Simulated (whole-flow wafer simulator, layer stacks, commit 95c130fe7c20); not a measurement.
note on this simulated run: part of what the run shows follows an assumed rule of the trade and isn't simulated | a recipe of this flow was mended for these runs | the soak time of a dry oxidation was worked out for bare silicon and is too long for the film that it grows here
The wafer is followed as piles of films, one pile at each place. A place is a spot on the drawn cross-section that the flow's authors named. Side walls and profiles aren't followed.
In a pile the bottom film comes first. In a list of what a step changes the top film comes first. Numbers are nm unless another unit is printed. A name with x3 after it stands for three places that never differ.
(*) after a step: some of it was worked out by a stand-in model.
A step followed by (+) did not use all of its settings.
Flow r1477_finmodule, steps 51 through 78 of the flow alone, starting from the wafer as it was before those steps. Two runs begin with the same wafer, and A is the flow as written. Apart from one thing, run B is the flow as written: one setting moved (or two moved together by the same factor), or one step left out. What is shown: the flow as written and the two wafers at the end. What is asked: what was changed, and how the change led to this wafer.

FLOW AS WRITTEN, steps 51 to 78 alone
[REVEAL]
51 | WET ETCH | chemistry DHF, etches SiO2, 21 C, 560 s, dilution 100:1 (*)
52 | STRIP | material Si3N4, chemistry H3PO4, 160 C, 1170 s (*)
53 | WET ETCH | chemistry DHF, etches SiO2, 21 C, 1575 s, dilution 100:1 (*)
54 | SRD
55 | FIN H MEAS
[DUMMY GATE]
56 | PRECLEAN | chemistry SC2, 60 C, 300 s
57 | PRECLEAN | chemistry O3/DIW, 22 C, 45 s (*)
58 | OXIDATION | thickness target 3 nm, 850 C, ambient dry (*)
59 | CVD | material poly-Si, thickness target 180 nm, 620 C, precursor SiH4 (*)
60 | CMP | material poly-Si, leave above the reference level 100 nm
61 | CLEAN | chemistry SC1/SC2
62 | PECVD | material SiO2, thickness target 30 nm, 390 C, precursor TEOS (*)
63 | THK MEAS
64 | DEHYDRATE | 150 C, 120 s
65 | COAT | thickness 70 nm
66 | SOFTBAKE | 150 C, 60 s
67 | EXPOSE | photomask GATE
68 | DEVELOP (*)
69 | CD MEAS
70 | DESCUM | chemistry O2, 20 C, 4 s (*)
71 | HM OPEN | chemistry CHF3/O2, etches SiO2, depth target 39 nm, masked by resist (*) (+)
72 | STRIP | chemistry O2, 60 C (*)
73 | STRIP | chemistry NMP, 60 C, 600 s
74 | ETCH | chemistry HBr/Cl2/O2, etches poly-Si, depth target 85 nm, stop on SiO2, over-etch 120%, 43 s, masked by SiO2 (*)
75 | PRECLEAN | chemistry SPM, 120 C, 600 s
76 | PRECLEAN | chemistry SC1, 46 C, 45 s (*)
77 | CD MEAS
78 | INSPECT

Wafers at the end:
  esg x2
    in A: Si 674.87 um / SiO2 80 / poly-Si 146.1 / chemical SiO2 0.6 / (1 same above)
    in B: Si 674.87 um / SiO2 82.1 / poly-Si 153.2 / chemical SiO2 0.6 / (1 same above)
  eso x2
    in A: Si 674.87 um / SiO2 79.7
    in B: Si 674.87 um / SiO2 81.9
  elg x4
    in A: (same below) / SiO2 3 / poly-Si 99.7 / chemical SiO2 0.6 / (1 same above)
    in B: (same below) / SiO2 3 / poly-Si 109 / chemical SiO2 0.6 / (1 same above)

What caused this: step 52, STRIP: 577.6 s was run, though the flow has 1170 s.

The path from the change to this, step by step:
  52 | STRIP | material Si3N4, chemistry H3PO4, 160 C, 1170 s (*)
      s40sg_line x3, s40so_line x3: A -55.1 Si3N4 (all of it), -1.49 SiO2 | B -50.7 Si3N4
      pad, padg, esg x2 and 18 more: A -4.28 SiO2 | B -2.11 SiO2
      (as well as at 8 more places)
  53 | WET ETCH | chemistry DHF, etches SiO2, 21 C, 1575 s, dilution 100:1 (*)
      s40sg_line x3, s40so_line x3: A -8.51 SiO2 (all of it) | B -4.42 Si3N4 (all of it)
      elg x4, elo x4: A -7.85 SiO2 (all of it) | B -9.48 SiO2 (all of it)
  57 | PRECLEAN | chemistry O3/DIW, 22 C, 45 s (*)
      s40sg_line x3, s40so_line x3: A +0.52 chemical SiO2, -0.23 Si | B nothing
  58 | OXIDATION | thickness target 3 nm, 850 C, ambient dry (*)
      s40sg_line x3, s40so_line x3: A +3 SiO2 (new film), -0.85 chemical SiO2 (all of it), -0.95 Si | B +1.68 SiO2, -0.74 Si
  59 | CVD | material poly-Si, thickness target 180 nm, 620 C, precursor SiH4 (*)
      s40cg x3, s40sg x3, s40co x3, s40so x3: A +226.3 poly-Si (new film) | B +233.4 poly-Si (new film)
  60 | CMP | material poly-Si, leave above the reference level 100 nm
      elg x4, esg x2, e100sg, elo x4, eso x2, e100so: A -80 poly-Si | B -70.7 poly-Si
      pad, padg: A -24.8 poly-Si | B -17.7 poly-Si
      (as well as at 2 more places)
  74 | ETCH | chemistry HBr/Cl2/O2, etches poly-Si, depth target 85 nm, stop on SiO2, over-etch 120%, 43 s, masked by SiO2 (*)
      eso x2, e100so, e200so, s40co x3, s40so x3: A -1.12 chemical SiO2 (all of it), -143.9 poly-Si (all of it), -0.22 SiO2 | B -1.12 chemical SiO2 (all of it), -151 poly-Si (all of it), -0.18 SiO2
      elo x4: A -1.12 chemical SiO2 (all of it), -97.6 poly-Si (all of it), -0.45 SiO2 | B -1.12 chemical SiO2 (all of it), -106.8 poly-Si (all of it), -0.4 SiO2
      (as well as at 1 more place)
